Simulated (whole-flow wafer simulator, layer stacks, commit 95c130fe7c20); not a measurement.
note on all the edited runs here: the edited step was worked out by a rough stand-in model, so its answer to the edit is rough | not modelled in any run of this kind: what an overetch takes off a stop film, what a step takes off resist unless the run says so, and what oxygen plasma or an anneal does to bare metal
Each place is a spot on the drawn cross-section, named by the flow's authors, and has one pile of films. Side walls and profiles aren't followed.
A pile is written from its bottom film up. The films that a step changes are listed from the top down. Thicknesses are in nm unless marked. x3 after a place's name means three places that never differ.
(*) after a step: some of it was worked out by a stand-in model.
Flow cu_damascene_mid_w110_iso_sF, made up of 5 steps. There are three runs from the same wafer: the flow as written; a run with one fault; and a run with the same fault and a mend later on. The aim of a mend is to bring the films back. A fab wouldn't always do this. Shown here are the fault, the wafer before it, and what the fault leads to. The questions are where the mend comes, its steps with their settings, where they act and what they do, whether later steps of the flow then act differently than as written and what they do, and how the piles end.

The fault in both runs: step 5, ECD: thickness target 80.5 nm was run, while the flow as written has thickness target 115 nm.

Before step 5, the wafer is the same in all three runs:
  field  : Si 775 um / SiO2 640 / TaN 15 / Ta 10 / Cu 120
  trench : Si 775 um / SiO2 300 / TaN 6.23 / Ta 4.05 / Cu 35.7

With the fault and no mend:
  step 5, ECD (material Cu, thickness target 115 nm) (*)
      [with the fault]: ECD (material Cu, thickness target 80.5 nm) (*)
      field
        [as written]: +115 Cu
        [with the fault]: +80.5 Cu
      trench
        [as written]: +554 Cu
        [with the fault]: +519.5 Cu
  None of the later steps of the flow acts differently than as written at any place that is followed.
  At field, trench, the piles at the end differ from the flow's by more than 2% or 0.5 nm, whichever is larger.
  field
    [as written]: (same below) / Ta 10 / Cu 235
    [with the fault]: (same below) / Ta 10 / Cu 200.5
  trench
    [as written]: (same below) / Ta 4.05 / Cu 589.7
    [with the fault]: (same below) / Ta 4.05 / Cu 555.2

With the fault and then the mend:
  The mend stands after step 5.
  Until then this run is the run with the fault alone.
  step 5a, ECD (material Cu, thickness target 34.5 nm) (the flow's step 5, run once more with other settings)
      field, trench
        +34.5 Cu
  None of the later steps of the flow acts differently than as written at any place that is followed.
  At every place that both follow, the piles at the end match the flow's.
